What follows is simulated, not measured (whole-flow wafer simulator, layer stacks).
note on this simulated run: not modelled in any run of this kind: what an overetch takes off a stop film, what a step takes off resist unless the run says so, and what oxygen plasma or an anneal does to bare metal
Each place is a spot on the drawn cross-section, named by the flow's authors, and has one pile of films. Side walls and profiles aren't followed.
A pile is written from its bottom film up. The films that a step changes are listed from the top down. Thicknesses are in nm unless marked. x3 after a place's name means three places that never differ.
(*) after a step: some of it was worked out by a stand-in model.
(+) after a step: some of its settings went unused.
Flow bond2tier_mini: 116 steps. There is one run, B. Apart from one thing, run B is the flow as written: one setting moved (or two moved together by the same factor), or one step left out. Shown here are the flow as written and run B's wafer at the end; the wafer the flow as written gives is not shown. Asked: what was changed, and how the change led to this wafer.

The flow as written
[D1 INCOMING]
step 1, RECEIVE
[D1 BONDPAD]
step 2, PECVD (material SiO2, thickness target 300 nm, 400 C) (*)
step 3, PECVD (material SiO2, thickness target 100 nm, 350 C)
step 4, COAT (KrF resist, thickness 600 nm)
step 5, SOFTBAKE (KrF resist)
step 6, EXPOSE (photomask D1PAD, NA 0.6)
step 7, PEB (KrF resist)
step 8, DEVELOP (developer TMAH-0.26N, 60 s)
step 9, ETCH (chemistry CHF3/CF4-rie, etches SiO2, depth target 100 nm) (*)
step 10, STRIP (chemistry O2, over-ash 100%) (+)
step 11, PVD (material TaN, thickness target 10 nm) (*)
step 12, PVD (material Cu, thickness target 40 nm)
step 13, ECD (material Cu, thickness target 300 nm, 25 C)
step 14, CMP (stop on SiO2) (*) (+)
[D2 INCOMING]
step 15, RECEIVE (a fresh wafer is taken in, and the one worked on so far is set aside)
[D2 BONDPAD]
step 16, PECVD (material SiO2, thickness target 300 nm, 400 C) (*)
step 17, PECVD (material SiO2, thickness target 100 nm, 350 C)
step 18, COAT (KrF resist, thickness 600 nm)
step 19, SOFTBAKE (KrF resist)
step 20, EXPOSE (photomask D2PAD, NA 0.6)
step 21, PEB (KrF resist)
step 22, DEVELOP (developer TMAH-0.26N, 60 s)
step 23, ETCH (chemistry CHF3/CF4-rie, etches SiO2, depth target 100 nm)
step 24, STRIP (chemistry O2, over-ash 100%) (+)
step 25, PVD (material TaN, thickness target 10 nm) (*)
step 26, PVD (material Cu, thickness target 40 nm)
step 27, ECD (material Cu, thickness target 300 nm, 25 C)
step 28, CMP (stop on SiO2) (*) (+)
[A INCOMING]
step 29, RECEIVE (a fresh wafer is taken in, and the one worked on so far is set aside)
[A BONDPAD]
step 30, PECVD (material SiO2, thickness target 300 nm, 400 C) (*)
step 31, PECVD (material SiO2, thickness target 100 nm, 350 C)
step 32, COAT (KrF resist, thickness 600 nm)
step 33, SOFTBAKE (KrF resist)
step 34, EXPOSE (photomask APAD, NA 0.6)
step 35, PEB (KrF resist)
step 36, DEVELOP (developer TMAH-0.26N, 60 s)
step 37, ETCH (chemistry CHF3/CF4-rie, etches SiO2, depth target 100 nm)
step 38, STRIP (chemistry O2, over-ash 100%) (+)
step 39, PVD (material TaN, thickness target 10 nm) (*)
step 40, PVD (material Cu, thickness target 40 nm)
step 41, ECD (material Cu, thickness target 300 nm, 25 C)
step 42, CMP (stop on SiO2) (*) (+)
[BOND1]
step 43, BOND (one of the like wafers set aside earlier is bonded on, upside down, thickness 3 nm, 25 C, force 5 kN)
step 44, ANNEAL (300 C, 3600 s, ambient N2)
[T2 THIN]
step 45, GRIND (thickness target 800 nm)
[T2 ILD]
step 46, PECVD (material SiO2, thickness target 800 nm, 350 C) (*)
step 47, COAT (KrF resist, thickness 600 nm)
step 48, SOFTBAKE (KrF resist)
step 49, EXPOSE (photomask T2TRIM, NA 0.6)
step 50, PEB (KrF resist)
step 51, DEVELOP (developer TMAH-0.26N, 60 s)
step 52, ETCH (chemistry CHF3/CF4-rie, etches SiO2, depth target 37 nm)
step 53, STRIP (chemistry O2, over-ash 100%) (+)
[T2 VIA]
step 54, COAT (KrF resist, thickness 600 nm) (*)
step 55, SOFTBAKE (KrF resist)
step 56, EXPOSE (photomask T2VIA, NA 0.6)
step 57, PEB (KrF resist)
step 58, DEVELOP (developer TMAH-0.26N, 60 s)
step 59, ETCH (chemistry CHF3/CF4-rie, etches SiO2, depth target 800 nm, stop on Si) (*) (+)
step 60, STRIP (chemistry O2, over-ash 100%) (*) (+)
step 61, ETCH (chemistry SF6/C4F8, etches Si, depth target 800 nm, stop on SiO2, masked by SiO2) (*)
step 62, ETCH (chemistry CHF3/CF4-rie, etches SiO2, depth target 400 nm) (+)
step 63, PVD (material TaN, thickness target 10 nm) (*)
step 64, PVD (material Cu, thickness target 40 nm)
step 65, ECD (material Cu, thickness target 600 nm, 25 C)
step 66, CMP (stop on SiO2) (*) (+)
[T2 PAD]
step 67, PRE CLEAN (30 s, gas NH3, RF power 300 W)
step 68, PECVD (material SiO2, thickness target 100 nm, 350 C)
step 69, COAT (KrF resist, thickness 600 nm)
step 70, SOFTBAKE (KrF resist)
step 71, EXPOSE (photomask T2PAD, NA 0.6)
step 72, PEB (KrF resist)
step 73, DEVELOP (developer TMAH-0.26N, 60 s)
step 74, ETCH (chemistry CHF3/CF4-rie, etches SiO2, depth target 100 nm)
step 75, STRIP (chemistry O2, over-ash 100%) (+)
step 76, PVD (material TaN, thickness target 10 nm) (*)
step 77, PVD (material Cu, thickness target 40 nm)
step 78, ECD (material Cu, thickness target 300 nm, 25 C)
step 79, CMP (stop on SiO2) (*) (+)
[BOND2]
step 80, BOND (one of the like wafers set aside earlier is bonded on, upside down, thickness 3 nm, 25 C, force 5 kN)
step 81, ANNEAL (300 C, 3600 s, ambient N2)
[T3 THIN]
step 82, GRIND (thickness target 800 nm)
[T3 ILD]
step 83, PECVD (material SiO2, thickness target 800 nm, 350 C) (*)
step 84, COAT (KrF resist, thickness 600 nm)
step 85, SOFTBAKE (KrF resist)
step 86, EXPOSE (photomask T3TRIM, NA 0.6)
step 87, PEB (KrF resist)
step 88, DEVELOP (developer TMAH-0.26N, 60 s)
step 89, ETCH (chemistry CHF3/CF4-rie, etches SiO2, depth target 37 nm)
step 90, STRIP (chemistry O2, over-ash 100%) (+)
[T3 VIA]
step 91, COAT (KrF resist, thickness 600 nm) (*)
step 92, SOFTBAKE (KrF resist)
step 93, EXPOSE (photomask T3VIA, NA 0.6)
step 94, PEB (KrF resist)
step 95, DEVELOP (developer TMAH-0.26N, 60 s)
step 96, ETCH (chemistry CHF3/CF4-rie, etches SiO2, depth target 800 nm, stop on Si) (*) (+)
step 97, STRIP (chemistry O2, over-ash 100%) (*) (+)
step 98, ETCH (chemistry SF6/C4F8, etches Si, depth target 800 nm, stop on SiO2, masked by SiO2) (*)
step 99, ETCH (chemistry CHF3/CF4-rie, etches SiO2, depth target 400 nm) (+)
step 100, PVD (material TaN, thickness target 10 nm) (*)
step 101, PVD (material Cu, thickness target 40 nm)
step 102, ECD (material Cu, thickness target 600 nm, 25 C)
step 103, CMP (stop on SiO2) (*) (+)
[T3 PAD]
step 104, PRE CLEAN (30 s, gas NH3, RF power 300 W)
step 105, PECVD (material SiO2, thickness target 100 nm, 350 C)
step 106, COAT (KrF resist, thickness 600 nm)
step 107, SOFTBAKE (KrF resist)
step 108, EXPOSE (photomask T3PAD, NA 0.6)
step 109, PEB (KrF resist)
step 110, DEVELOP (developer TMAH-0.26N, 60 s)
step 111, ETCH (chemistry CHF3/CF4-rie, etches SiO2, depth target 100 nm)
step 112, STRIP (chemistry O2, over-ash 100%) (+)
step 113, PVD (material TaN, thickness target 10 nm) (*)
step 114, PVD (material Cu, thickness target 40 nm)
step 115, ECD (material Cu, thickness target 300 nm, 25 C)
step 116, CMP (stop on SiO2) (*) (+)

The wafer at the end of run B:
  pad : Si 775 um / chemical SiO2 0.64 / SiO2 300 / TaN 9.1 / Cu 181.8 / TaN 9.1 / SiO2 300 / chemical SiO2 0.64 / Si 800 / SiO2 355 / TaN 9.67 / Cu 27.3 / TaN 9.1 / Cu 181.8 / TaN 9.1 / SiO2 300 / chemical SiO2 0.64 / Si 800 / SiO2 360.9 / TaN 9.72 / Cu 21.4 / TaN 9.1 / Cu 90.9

Cause: step 89, ETCH: depth target 31.1 nm was run, whereas the flow has depth target 37 nm.

Step by step, how the change led to this:
  step 89, ETCH (chemistry CHF3/CF4-rie, etches SiO2, depth target 37 nm)
      field: KrF resist loses 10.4 (in the flow as written it would be: KrF resist loses 12.3)
      pad: SiO2 loses 31.1 (in the flow as written it would be: SiO2 loses 37)
